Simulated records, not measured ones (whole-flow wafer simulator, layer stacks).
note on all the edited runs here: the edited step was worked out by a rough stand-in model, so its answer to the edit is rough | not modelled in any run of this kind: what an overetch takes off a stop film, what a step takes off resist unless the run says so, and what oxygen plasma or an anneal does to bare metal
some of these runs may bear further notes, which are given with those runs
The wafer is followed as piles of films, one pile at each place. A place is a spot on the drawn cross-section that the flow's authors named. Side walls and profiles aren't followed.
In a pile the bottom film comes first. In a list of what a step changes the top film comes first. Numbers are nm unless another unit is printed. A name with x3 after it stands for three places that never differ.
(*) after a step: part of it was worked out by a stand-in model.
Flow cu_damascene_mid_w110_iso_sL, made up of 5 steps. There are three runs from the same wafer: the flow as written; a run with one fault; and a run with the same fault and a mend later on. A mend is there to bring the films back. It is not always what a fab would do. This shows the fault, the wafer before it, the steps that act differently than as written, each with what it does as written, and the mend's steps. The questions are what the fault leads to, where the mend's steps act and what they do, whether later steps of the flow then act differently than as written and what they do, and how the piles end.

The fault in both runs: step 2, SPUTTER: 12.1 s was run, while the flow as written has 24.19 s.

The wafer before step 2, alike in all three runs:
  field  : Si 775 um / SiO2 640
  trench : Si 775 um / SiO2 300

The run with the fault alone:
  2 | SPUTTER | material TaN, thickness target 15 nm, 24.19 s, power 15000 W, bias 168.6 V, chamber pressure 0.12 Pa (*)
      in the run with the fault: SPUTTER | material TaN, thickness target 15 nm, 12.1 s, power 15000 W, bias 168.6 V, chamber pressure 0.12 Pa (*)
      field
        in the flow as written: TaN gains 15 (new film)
        in the run with the fault: TaN gains 7.5 (new film)
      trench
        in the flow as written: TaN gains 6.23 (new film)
        in the run with the fault: TaN gains 3.12 (new film)
  Steps later in the flow that act otherwise than as written (not shown: 2 more steps that differ only slightly, by at most 2% or 0.5 nm, whichever is larger):
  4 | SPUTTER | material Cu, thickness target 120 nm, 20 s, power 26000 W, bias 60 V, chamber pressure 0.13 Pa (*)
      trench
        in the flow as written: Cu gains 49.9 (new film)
        in the run with the fault: Cu gains 51.2 (new film)
  The piles end different from the flow's at field, trench by more than 2% or 0.5 nm, whichever is larger.
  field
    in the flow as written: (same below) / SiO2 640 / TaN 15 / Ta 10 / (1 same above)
    in the run with the fault: (same below) / SiO2 640 / TaN 7.5 / Ta 10 / (1 same above)
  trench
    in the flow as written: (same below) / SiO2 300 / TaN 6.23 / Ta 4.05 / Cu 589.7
    in the run with the fault: (same below) / SiO2 300 / TaN 3.12 / Ta 4.14 / Cu 585.2

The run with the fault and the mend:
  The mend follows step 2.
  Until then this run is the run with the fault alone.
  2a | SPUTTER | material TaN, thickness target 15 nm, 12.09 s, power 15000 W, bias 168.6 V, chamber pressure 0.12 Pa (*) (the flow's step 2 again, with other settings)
      field
        TaN gains 7.5
      trench
        TaN gains 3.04
  Later steps of the flow that are run all act as written at every place that is followed, up to a difference of at most 2% or 0.5 nm, whichever is larger.
  At the end the piles are close to the flow's at the places that both follow, differing by at most 2% or 0.5 nm, whichever is larger.
